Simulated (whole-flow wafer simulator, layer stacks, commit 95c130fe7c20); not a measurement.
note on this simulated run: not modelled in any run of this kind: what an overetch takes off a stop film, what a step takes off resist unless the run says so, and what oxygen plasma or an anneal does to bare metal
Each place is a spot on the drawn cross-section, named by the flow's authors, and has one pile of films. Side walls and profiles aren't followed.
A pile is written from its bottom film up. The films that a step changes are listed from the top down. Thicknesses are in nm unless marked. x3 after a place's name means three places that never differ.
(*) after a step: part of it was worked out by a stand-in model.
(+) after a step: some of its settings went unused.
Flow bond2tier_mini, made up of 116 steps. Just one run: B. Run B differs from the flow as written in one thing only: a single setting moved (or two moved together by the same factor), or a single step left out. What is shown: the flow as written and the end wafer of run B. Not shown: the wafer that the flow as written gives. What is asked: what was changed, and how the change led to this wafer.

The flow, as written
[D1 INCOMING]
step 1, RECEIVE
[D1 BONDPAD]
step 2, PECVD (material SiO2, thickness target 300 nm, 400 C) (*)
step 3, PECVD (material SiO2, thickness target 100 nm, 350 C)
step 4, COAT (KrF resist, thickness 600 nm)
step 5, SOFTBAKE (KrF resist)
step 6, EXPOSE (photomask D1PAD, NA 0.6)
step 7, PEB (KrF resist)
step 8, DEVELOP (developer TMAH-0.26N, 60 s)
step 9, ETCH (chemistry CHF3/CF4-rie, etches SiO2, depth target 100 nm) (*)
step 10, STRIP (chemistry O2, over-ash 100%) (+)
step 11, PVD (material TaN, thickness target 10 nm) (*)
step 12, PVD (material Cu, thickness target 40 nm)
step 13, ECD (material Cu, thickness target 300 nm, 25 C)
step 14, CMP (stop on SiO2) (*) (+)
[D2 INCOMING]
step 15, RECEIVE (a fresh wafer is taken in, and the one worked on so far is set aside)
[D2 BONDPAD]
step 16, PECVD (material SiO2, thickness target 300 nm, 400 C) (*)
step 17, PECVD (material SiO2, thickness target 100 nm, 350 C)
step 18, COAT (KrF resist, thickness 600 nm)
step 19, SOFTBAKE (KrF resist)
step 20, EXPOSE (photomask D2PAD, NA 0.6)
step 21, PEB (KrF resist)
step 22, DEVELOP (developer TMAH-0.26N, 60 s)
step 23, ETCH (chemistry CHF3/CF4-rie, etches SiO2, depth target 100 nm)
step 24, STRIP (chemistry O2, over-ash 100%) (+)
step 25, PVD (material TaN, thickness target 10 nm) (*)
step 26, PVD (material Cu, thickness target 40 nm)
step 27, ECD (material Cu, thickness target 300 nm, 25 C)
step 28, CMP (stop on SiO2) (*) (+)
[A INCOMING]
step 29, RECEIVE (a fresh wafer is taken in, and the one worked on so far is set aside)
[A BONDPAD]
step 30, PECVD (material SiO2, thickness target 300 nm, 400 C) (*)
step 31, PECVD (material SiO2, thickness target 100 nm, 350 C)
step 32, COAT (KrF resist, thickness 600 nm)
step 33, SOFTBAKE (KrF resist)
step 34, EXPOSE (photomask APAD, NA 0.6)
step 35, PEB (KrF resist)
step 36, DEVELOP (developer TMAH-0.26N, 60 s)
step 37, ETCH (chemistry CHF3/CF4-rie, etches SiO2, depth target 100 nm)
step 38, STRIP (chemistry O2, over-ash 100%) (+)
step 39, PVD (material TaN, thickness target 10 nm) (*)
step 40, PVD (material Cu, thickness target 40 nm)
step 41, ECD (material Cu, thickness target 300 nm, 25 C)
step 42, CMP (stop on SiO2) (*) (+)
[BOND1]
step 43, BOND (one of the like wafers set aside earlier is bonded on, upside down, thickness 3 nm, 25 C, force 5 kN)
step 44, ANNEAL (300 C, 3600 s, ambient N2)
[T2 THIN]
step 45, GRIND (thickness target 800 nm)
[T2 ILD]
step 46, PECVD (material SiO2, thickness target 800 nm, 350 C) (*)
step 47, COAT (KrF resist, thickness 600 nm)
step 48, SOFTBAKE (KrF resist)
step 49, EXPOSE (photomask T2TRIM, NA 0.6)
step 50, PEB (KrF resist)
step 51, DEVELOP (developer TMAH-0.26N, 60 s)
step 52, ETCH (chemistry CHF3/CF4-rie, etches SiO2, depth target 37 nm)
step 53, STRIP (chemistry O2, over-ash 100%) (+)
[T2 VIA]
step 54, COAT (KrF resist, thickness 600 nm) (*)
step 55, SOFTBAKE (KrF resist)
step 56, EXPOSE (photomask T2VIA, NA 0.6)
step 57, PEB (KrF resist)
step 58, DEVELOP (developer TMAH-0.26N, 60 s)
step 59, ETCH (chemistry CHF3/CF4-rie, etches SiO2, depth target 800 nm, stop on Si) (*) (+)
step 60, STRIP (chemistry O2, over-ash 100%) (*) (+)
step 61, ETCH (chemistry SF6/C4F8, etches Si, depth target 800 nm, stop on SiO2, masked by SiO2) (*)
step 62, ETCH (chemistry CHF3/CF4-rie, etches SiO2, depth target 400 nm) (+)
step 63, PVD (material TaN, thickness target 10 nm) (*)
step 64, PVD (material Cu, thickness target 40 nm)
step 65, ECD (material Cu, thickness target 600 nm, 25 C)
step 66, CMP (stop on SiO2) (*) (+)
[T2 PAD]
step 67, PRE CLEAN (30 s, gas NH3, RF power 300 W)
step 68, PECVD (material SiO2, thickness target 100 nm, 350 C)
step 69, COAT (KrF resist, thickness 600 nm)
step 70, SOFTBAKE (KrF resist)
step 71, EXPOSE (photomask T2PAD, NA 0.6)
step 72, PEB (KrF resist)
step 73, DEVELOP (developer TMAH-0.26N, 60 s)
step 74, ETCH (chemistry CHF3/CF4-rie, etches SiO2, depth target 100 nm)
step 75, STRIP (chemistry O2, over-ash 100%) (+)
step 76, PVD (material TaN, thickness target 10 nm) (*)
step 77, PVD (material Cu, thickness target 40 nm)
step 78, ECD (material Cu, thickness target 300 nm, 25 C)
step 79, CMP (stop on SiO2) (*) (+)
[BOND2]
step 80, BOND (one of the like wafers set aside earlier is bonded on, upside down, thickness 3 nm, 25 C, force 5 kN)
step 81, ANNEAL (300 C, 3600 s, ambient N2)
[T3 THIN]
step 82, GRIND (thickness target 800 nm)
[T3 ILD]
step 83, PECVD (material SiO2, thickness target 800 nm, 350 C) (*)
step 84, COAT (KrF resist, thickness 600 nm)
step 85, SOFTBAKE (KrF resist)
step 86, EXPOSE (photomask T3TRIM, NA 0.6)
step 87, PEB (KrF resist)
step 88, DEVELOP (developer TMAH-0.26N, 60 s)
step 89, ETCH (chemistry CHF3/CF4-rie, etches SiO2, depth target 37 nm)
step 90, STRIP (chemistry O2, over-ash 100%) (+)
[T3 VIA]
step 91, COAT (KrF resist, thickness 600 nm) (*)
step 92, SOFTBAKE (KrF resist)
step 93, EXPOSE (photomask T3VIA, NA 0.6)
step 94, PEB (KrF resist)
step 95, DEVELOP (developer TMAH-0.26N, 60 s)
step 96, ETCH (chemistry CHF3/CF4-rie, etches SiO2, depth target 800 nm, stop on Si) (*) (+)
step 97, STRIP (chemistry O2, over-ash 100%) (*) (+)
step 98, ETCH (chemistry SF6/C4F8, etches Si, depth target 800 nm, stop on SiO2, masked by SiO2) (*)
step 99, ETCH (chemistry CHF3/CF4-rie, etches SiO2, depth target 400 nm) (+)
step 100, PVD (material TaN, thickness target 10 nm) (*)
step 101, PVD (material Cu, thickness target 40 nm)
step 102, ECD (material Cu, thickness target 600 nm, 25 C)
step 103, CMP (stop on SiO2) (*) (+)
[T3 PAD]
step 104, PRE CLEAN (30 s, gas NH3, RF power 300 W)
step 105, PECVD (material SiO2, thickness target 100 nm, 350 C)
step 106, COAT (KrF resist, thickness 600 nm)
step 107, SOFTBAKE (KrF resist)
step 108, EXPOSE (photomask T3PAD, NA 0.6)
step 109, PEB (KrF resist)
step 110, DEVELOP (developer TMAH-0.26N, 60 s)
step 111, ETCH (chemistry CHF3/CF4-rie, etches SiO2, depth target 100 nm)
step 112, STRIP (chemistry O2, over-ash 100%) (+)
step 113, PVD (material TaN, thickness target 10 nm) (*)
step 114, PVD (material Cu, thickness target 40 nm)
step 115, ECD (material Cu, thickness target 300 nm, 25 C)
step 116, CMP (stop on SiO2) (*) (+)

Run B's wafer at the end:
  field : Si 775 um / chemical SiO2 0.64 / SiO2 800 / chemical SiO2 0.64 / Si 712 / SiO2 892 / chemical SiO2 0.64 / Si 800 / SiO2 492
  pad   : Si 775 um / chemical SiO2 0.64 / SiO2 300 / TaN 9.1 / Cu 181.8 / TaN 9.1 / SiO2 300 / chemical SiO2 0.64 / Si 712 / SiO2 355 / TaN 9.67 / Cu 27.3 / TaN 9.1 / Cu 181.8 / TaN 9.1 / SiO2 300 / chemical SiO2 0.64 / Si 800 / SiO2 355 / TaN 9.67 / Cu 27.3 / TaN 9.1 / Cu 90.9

What caused this: step 45, GRIND: thickness target 712 nm was run, whereas the flow has thickness target 800 nm.
The wafer itself shows it: field has Si 712, and step 45 as written asks for 800 nm.

How this came from the change, step by step:
  step 45, GRIND (thickness target 800 nm)
      field, pad, via: -774.29 um Si (it would be, as written: -774.2 um Si)
